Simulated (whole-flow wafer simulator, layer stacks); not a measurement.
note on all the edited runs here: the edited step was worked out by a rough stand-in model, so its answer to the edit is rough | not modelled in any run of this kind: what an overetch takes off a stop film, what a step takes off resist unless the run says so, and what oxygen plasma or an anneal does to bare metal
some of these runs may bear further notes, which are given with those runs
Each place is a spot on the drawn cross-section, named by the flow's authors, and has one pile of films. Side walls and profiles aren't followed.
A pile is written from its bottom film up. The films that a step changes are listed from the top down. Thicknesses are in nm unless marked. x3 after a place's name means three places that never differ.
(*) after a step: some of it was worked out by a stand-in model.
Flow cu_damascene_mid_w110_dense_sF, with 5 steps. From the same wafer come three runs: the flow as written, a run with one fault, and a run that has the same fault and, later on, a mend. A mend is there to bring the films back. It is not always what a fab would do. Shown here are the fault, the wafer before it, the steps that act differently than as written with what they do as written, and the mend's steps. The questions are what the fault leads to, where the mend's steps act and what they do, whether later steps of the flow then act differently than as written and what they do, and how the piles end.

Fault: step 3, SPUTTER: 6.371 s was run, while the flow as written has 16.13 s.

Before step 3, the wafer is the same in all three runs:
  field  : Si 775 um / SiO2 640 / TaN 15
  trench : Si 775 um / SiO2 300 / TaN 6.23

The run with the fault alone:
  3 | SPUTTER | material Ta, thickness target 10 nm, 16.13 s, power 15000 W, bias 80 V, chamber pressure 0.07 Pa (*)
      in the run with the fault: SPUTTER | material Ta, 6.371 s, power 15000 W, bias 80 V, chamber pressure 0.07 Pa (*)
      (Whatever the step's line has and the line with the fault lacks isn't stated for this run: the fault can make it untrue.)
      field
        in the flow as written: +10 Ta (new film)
        in the run with the fault: +3.95 Ta (new film)
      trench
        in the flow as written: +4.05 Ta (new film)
        in the run with the fault: +1.6 Ta (new film)
  Later steps of the flow that are run all act as written at every place that is followed, up to a difference of at most 2% or 0.5 nm, whichever is larger.
  The piles end different from the flow's at field, trench by more than 2% or 0.5 nm, whichever is larger.
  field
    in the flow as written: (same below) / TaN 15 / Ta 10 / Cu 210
    in the run with the fault: (same below) / TaN 15 / Ta 3.95 / Cu 210
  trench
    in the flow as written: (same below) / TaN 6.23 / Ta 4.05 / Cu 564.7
    in the run with the fault: (same below) / TaN 6.23 / Ta 1.6 / Cu 561.1

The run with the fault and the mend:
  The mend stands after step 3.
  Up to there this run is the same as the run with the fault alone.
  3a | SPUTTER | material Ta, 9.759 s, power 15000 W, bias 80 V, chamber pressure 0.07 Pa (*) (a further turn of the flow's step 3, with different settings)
      field
        +6.05 Ta
      trench
        +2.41 Ta
  Later steps of the flow that are run all act as written at every place that is followed, up to a difference of at most 2% or 0.5 nm, whichever is larger.
  When the end is reached, the piles differ only a little from the flow's at the places that both follow, at most by 2% or 0.5 nm, whichever is larger.
